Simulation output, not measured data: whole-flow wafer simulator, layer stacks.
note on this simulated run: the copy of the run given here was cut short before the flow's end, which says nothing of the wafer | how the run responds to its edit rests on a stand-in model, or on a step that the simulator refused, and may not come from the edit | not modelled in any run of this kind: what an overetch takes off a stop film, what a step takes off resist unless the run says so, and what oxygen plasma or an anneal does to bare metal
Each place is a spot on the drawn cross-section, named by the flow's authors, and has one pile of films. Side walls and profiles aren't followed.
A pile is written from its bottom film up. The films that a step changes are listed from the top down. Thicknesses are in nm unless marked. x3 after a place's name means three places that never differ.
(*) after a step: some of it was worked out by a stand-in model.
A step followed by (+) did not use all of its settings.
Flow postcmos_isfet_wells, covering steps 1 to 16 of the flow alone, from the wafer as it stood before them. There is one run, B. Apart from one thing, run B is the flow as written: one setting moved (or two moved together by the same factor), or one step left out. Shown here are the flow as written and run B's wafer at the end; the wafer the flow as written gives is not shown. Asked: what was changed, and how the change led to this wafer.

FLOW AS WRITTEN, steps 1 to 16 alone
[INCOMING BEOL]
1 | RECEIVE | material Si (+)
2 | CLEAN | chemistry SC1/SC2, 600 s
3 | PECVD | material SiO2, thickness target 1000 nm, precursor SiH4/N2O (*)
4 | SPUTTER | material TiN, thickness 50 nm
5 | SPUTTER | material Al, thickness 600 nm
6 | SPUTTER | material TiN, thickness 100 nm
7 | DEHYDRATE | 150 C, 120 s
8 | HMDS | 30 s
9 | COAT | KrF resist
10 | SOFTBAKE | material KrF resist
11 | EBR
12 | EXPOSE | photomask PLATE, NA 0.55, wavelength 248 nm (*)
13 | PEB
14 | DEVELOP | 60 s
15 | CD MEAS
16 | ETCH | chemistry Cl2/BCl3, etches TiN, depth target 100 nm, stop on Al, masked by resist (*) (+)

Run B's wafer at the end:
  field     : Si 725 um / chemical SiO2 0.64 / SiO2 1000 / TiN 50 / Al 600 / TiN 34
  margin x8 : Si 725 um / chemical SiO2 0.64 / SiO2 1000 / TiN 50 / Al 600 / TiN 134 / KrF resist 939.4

Cause: step 6, SPUTTER: thickness 134 nm was run, though the flow has thickness 100 nm.
The wafer lets one read it off: margin x8 has TiN 134, and step 6 as written asks for 100 nm.

The path from the change to this, step by step:
  6 | SPUTTER | material TiN, thickness 100 nm
      field, margin x8: TiN gains 134 (new film) (as written it would have been: TiN gains 100 (new film))
  16 | ETCH | chemistry Cl2/BCl3, etches TiN, depth target 100 nm, stop on Al, masked by resist (*) (+)
      field: TiN loses 100 (as written it would have been: TiN loses 100 (all of it))
